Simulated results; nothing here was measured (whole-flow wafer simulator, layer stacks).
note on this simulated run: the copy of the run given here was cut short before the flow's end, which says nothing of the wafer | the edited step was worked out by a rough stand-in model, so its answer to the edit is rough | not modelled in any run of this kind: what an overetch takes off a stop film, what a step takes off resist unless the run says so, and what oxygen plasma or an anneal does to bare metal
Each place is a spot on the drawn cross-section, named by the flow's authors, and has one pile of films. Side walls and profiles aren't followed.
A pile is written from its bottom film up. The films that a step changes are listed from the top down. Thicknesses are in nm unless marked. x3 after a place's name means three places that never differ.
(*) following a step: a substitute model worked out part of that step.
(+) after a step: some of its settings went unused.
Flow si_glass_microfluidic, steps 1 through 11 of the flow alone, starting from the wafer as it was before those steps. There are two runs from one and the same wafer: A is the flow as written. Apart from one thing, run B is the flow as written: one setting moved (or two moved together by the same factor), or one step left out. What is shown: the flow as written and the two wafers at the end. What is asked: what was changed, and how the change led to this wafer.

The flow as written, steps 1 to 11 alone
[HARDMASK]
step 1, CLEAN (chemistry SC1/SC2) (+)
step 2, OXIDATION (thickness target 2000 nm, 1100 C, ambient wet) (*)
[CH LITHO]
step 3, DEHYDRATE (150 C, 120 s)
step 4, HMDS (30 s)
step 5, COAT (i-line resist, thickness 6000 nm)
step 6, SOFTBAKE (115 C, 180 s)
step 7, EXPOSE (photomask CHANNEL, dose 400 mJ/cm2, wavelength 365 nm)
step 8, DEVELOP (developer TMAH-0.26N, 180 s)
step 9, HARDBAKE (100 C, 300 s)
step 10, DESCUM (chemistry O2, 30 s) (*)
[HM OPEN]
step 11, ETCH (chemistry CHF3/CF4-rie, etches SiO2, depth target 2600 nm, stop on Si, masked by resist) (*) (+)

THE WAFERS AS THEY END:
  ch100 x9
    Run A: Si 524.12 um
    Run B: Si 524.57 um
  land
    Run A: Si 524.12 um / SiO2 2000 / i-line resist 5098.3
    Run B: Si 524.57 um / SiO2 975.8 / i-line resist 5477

Cause: step 2, OXIDATION: 935 C was run, whereas the flow has 1100 C.

How this came from the change, step by step:
  step 2, OXIDATION (thickness target 2000 nm, 1100 C, ambient wet) (*)
      land, ch100 x9: A SiO2 gains 2000 (new film), chemical SiO2 loses 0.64 (all of it), Si loses 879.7 | B SiO2 gains 975.8 (new film), chemical SiO2 loses 0.64 (all of it), Si loses 429.1
  step 11, ETCH (chemistry CHF3/CF4-rie, etches SiO2, depth target 2600 nm, stop on Si, masked by resist) (*) (+)
      ch100 x9: A SiO2 loses 2000 (all of it) | B SiO2 loses 975.8 (all of it)
      land: A i-line resist loses 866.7 | B i-line resist loses 487.9
